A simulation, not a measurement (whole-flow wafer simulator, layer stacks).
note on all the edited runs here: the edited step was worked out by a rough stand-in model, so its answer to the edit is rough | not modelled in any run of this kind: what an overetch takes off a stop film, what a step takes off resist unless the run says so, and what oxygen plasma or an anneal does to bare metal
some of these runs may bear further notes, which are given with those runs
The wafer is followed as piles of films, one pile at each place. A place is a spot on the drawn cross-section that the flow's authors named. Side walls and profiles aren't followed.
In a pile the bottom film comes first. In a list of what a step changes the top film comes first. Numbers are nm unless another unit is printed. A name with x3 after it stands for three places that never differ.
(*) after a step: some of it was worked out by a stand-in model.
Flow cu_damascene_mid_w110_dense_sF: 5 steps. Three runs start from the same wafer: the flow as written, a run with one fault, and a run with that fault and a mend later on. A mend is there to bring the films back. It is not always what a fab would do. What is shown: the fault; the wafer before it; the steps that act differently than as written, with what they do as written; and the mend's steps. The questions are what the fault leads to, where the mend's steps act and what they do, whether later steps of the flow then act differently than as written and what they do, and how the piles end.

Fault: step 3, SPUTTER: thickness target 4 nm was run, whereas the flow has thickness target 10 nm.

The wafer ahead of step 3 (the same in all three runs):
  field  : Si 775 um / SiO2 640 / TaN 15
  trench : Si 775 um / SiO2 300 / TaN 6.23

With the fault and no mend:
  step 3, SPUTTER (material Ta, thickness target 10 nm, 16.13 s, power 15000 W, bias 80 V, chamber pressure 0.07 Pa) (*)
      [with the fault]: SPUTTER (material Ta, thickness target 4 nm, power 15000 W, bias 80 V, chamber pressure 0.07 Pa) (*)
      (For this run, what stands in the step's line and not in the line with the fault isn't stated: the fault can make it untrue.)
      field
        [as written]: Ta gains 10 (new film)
        [with the fault]: Ta gains 4 (new film)
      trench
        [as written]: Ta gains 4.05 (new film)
        [with the fault]: Ta gains 1.62 (new film)
  None of the later steps of the flow differs from how it acts as written, at any place that is followed, by more than 2% or 0.5 nm, whichever is larger.
  By the end, the piles at field, trench depart from the flow's by more than 2% or 0.5 nm, whichever is larger.
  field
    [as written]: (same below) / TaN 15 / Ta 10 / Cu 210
    [with the fault]: (same below) / TaN 15 / Ta 4 / Cu 210
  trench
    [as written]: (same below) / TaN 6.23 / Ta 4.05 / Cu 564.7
    [with the fault]: (same below) / TaN 6.23 / Ta 1.62 / Cu 561.2

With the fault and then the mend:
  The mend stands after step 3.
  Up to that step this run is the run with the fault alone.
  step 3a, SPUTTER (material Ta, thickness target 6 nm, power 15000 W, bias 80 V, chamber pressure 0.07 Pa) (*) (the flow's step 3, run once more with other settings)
      field
        Ta gains 6
      trench
        Ta gains 2.39
  None of the later steps of the flow differs from how it acts as written, at any place that is followed, by more than 2% or 0.5 nm, whichever is larger.
  The piles end only slightly different from the flow's at the places that both follow, by no more than 2% or 0.5 nm, whichever is larger.
